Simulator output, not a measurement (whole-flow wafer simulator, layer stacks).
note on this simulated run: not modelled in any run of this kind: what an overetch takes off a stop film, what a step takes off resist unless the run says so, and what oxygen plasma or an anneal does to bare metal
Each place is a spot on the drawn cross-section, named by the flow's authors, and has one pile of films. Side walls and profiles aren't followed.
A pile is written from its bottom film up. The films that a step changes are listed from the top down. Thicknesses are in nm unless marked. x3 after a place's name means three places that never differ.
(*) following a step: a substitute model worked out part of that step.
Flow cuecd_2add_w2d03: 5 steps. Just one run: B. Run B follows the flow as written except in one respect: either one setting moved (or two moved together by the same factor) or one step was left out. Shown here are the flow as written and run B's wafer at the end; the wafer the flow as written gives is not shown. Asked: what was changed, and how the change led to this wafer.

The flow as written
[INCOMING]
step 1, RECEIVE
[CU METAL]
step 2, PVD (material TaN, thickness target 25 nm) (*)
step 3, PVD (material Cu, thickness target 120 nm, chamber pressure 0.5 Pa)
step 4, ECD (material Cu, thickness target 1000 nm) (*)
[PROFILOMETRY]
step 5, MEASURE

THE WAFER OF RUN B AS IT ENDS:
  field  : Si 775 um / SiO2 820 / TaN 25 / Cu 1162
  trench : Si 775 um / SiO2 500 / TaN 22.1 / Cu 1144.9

Cause: step 3, PVD: thickness target 162 nm was run, while the flow as written has thickness target 120 nm.

The path from the change to this, step by step:
  step 3, PVD (material Cu, thickness target 120 nm, chamber pressure 0.5 Pa)
      field: +162 Cu (new film) (in the flow as written it would be: +120 Cu (new film))
      trench: +144.9 Cu (new film) (in the flow as written it would be: +107.2 Cu (new film))
